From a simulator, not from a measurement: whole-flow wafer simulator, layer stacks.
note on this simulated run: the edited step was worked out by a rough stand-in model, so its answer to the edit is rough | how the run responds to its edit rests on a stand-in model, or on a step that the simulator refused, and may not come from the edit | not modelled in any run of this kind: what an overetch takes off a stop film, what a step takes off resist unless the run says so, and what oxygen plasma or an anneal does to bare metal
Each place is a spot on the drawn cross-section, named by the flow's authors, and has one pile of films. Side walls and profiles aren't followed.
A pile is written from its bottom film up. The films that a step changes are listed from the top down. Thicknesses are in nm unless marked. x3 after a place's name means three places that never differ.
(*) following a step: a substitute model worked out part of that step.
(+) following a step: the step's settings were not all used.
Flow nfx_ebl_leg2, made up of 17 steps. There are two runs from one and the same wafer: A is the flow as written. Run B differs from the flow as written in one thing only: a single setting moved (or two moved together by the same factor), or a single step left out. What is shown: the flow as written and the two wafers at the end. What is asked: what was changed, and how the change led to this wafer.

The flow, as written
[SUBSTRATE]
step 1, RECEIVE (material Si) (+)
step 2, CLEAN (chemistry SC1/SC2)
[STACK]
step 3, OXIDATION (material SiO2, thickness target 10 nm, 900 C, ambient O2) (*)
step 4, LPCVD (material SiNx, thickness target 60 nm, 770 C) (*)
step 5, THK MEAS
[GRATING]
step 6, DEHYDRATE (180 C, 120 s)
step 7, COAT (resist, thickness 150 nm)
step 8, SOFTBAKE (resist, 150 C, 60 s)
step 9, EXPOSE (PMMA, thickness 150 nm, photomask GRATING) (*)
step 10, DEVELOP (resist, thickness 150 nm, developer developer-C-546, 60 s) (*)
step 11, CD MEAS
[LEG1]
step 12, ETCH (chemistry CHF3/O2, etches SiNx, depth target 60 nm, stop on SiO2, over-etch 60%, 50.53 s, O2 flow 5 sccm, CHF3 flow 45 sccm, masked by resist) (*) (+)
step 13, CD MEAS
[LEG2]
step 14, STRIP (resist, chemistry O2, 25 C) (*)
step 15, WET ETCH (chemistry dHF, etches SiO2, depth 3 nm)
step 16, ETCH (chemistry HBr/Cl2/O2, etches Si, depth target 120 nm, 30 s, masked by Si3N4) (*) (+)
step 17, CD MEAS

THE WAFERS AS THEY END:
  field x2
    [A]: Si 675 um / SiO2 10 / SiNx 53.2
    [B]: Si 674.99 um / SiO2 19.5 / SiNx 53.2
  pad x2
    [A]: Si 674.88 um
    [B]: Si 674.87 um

What caused this: step 3, OXIDATION: 968 C was run, though the flow has 900 C.

Step by step, how the change led to this:
  step 3, OXIDATION (material SiO2, thickness target 10 nm, 900 C, ambient O2) (*)
      field x2, pad x2: A SiO2 gains 10 (new film), chemical SiO2 loses 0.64 (all of it), Si loses 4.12 | B SiO2 gains 19.5 (new film), chemical SiO2 loses 0.64 (all of it), Si loses 8.29
  step 12, ETCH (chemistry CHF3/O2, etches SiNx, depth target 60 nm, stop on SiO2, over-etch 60%, 50.53 s, O2 flow 5 sccm, CHF3 flow 45 sccm, masked by resist) (*) (+)
      pad x2: A SiNx loses 60 (all of it), SiO2 loses 10 (all of it) | B SiNx loses 60 (all of it), SiO2 loses 18
  step 14, STRIP (resist, chemistry O2, 25 C) (*)
      pad x2: A chemical SiO2 gains 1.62 (new film), Si loses 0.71 | B nothing
  step 15, WET ETCH (chemistry dHF, etches SiO2, depth 3 nm)
      pad x2: A chemical SiO2 loses 1.62 (all of it) | B SiO2 loses 1.49 (all of it)
